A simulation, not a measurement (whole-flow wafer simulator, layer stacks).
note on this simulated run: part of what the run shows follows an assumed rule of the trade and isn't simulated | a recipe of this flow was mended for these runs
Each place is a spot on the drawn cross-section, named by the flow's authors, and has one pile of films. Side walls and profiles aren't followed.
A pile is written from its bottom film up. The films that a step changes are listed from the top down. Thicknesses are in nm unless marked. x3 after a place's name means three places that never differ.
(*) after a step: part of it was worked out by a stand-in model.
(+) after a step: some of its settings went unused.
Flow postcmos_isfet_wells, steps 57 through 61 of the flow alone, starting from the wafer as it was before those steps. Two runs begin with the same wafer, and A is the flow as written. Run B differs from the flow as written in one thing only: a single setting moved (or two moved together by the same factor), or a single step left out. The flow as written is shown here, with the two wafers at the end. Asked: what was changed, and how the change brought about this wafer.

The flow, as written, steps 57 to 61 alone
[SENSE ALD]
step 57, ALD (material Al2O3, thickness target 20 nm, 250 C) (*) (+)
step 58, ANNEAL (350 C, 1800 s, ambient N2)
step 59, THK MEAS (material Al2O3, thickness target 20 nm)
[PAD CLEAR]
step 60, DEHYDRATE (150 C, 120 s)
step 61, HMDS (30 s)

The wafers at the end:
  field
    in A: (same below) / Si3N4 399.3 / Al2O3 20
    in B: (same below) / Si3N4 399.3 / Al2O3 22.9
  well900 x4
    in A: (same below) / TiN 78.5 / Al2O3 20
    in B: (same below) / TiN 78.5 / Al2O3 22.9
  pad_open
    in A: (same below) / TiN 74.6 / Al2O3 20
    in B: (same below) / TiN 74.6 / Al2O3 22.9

The reason: step 57, ALD: thickness target 22.9 nm was run, while the flow as written has thickness target 20 nm.
The wafer itself shows it: field has Al2O3 22.9, and step 57 as written asks for 20 nm.

How this came from the change, step by step:
  step 57, ALD (material Al2O3, thickness target 20 nm, 250 C) (*) (+)
      field, margin x3, well900 x4, pad_open: A +20 Al2O3 (new film) | B +22.9 Al2O3 (new film)
